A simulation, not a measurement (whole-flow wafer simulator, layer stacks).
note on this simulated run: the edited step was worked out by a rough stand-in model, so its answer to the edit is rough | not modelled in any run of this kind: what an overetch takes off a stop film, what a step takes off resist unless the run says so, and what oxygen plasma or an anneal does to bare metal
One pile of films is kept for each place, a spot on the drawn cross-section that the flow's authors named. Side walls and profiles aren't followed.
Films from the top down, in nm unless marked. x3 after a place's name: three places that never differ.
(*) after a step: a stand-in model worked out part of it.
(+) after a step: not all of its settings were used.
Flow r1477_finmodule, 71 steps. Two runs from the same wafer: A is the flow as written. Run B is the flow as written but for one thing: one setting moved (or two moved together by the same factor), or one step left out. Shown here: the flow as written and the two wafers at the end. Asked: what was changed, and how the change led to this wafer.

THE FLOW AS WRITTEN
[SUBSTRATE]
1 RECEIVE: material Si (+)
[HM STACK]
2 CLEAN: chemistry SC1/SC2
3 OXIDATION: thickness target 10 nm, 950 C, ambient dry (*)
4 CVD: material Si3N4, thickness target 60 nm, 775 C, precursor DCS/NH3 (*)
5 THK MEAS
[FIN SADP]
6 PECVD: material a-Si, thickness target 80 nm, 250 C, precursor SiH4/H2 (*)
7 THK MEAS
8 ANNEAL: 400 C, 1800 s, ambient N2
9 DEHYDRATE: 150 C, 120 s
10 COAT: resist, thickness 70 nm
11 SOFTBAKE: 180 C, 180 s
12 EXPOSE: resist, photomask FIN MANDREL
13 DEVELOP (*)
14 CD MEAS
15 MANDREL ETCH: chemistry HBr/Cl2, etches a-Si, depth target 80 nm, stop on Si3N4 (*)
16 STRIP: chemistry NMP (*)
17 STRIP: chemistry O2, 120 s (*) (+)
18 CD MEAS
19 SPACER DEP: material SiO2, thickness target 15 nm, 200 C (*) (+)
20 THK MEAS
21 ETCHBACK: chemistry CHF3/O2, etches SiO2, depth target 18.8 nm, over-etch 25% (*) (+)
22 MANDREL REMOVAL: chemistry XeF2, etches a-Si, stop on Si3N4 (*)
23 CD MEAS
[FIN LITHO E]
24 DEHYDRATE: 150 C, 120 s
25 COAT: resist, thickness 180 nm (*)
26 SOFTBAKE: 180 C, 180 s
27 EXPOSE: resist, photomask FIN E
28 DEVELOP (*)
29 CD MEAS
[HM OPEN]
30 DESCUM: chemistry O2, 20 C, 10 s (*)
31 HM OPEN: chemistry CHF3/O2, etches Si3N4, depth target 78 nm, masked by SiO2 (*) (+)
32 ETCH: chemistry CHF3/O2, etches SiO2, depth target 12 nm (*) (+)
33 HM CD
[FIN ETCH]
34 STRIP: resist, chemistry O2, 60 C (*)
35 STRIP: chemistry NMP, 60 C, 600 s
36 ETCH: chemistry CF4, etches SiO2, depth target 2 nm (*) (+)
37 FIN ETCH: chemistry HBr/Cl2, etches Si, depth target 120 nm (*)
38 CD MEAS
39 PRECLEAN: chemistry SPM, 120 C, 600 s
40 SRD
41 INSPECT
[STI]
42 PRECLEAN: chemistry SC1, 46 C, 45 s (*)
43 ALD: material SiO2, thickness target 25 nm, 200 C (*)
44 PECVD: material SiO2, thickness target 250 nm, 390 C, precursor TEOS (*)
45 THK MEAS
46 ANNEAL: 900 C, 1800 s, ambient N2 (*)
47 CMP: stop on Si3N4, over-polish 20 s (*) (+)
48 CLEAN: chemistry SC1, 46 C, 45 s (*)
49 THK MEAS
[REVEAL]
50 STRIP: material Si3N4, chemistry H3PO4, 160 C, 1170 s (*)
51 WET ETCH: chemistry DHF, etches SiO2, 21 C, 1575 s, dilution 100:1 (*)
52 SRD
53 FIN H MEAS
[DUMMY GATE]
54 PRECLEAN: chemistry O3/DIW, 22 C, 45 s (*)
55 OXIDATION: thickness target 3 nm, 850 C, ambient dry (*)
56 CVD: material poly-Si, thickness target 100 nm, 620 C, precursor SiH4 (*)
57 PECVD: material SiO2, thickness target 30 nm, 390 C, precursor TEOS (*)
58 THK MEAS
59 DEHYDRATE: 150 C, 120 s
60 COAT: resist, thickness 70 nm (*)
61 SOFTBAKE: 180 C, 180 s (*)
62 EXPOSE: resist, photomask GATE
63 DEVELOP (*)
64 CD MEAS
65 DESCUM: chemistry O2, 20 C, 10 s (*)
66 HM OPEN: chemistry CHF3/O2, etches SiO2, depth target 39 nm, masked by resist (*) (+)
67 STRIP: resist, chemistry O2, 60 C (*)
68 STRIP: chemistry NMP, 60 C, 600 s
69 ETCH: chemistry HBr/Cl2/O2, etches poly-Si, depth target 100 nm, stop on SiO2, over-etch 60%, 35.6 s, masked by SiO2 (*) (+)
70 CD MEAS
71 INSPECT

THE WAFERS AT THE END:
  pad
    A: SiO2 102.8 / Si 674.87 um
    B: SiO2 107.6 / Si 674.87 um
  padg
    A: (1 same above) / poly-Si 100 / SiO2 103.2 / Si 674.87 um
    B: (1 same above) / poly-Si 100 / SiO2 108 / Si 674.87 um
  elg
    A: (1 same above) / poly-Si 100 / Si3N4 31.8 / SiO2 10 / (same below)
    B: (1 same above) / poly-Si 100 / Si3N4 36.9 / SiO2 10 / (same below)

The cause: step 4, CVD: thickness target 65.1 nm was run, where the flow has thickness target 60 nm.

How the change led to this, step by step:
  4 CVD: material Si3N4, thickness target 60 nm, 775 C, precursor DCS/NH3 (*)
      pad, padg, elg and 33 more: A Si3N4 +60 (new film) | B Si3N4 +65.1 (new film)
  31 HM OPEN: chemistry CHF3/O2, etches Si3N4, depth target 78 nm, masked by SiO2 (*) (+)
      pad, padg, esg and 13 more: A Si3N4 -56.4 (all of it), SiO2 -10 (all of it) | B Si3N4 -61.5 (all of it), SiO2 -8.26
      s40cg, s45cg, s50cg, s40co, s45co, s50co: A Si3N4 -60 (all of it), SiO2 -9 | B Si3N4 -65.1 (all of it), SiO2 -6.45
  32 ETCH: chemistry CHF3/O2, etches SiO2, depth target 12 nm (*) (+)
      pad, padg, e40sg and 11 more: A Si -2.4 | B SiO2 -1.74 (all of it), Si -2.05
      esg, eso: A Si -1.77 | B SiO2 -1.74 (all of it), Si -2.05
      (and at 6 more places)
  43 ALD: material SiO2, thickness target 25 nm, 200 C (*)
      esg: A SiO2 +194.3 (new film) | B SiO2 +199.6 (new film)
  47 CMP: stop on Si3N4, over-polish 20 s (*) (+)
      pad, padg, e40sg and 11 more: A SiO2 -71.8 | B SiO2 -67
      eso: A SiO2 -72.4 | B SiO2 -67
  50 STRIP: material Si3N4, chemistry H3PO4, 160 C, 1170 s (*)
      s40sg_line, s45sg_line, s50sg_line, s40so_line, s45so_line, s50so_line: A Si3N4 -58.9 (all of it), SiO2 -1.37 | B Si3N4 -64 (all of it), SiO2 -1.21
  56 CVD: material poly-Si, thickness target 100 nm, 620 C, precursor SiH4 (*)
      s40cg, s40co: A poly-Si +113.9 (new film) | B poly-Si +108.8 (new film)
      s45cg, s45co: A poly-Si +113.4 (new film) | B poly-Si +108.3 (new film)
      (and at 2 more places)
  60 COAT: resist, thickness 70 nm (*)
      s40sg, s40so: A resist +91 (new film) | B resist +86.2 (new film)
      s45sg, s45so: A resist +91 (new film) | B resist +86.1 (new film)
      (and at 2 more places)
  63 DEVELOP (*)
      s40so: A resist -91 (all of it) | B resist -86.2 (all of it)
      s45so: A resist -91 (all of it) | B resist -86.1 (all of it)
      (and at 1 more place)
  67 STRIP: resist, chemistry O2, 60 C (*)
      s40sg: A resist -36.9 (all of it) | B resist -32.1 (all of it)
      s45sg: A resist -36.9 (all of it) | B resist -32 (all of it)
      (and at 1 more place)
  69 ETCH: chemistry HBr/Cl2/O2, etches poly-Si, depth target 100 nm, stop on SiO2, over-etch 60%, 35.6 s, masked by SiO2 (*) (+)
      s40co: A chemical SiO2 -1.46 (all of it), poly-Si -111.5 (all of it), SiO2 -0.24 | B chemical SiO2 -1.46 (all of it), poly-Si -106.4 (all of it), SiO2 -0.27
      s45co: A chemical SiO2 -1.46 (all of it), poly-Si -110.9 (all of it), SiO2 -0.25 | B chemical SiO2 -1.46 (all of it), poly-Si -105.8 (all of it), SiO2 -0.27
      (and at 1 more place)
